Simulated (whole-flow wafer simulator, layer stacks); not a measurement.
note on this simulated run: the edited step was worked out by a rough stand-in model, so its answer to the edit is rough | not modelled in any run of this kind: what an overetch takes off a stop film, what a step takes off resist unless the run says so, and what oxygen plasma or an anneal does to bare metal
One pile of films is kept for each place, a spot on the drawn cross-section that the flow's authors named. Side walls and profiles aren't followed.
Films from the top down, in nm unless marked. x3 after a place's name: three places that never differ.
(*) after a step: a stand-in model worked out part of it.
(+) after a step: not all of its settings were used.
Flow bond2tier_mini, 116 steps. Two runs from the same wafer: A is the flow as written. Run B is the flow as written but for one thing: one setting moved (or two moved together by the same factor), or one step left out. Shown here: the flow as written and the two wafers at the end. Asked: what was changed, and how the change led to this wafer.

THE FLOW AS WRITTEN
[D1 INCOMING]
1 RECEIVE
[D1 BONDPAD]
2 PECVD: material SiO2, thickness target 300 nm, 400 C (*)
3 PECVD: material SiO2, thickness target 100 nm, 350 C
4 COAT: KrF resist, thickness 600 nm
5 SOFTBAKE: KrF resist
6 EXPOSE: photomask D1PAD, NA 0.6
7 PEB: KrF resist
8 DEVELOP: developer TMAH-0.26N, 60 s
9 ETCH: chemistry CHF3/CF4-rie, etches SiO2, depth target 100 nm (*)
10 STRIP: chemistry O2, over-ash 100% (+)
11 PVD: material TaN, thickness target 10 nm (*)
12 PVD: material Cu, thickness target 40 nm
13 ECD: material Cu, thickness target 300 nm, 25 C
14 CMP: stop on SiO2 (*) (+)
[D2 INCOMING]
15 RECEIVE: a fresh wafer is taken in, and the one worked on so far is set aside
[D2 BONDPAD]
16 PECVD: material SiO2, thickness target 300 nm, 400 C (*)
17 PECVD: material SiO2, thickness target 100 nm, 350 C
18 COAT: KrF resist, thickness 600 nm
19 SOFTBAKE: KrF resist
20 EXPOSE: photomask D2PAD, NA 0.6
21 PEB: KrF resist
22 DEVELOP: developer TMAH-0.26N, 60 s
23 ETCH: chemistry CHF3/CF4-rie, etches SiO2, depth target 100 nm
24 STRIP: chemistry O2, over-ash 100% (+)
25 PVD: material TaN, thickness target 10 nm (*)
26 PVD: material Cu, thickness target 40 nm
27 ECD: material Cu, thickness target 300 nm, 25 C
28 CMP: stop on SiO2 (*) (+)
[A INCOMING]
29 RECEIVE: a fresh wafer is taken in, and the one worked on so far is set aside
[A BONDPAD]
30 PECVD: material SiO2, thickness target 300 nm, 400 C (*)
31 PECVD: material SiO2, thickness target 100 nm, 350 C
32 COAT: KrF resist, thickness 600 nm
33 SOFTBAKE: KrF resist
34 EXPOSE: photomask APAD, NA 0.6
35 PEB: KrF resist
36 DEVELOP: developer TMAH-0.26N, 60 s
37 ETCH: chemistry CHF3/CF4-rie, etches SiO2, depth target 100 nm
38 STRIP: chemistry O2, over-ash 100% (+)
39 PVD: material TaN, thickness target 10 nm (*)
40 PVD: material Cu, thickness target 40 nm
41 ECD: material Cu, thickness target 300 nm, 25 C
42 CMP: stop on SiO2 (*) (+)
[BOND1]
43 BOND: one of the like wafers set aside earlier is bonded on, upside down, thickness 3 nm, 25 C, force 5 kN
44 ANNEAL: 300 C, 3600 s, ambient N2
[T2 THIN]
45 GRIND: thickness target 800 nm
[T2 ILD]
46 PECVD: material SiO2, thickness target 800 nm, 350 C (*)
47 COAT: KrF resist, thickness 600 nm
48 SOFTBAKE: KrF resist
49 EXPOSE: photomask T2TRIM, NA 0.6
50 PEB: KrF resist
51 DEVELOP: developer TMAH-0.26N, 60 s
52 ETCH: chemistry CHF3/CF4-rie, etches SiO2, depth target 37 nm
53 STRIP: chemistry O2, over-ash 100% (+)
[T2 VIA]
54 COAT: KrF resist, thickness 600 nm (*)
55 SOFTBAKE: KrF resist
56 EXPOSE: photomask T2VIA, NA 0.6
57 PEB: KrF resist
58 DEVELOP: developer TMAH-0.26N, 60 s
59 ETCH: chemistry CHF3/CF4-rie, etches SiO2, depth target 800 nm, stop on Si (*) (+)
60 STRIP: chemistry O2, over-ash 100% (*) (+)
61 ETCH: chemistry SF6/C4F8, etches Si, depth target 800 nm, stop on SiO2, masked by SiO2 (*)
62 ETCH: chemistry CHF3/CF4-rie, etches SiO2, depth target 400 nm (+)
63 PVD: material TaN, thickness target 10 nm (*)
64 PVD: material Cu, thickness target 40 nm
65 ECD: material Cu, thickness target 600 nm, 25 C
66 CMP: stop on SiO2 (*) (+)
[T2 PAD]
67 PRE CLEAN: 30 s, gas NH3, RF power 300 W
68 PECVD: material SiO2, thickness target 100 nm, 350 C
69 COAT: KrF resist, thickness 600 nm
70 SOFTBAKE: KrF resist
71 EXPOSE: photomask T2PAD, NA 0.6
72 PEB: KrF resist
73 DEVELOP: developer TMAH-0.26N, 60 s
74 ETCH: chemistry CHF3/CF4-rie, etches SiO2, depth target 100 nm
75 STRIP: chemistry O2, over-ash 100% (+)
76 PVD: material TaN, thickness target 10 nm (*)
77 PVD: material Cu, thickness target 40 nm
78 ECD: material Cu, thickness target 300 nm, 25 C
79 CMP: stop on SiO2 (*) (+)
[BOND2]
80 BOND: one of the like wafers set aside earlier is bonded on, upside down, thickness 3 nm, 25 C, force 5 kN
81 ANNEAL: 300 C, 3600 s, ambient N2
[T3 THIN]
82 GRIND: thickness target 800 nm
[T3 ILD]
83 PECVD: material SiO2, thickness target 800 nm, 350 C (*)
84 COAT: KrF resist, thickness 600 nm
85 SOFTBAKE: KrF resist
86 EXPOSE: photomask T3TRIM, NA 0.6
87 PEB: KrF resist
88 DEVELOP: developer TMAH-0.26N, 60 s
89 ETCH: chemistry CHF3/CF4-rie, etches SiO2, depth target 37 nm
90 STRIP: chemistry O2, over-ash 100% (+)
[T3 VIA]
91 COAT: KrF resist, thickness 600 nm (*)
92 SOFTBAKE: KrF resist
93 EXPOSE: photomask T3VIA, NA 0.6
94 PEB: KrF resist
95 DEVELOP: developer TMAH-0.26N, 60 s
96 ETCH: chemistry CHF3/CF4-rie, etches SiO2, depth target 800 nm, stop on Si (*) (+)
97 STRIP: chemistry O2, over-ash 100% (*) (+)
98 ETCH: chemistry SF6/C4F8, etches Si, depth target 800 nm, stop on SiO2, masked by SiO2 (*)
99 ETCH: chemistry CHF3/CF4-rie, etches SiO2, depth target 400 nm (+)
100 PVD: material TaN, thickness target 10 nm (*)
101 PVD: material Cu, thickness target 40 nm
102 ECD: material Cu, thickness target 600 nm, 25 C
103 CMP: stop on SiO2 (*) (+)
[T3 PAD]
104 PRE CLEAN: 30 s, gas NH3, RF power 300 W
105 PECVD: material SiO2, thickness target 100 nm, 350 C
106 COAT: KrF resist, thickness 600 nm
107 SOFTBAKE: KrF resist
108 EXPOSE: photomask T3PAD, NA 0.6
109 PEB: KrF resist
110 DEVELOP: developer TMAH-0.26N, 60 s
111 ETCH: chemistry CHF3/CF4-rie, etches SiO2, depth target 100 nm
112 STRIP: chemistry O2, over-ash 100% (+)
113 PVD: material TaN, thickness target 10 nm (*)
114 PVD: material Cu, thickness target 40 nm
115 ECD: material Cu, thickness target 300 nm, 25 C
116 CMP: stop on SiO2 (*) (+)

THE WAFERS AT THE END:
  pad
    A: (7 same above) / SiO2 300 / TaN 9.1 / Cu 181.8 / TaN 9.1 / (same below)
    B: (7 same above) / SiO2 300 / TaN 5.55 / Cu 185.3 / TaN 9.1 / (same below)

The cause: step 25, PVD: thickness target 6.1 nm was run, where the flow has thickness target 10 nm.

How the change led to this, step by step:
  25 PVD: material TaN, thickness target 10 nm (*)
      field: A TaN +10 (new film) | B TaN +6.1 (new film)
      pad: A TaN +9.1 (new film) | B TaN +5.55 (new film)
      (and at 1 more place)
  28 CMP: stop on SiO2 (*) (+)
      field: A Cu -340 (all of it), TaN -10 (all of it) | B Cu -340 (all of it), TaN -6.1 (all of it)
  80 BOND: one of the like wafers set aside earlier is bonded on, upside down, thickness 3 nm, 25 C, force 5 kN
      pad: A Si +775 um (new film), chemical SiO2 +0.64 (new film), SiO2 +300 (new film), TaN +9.1 (new film), Cu +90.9 | B Si +775 um (new film), chemical SiO2 +0.64 (new film), SiO2 +300 (new film), TaN +5.55 (new film), Cu +94.4
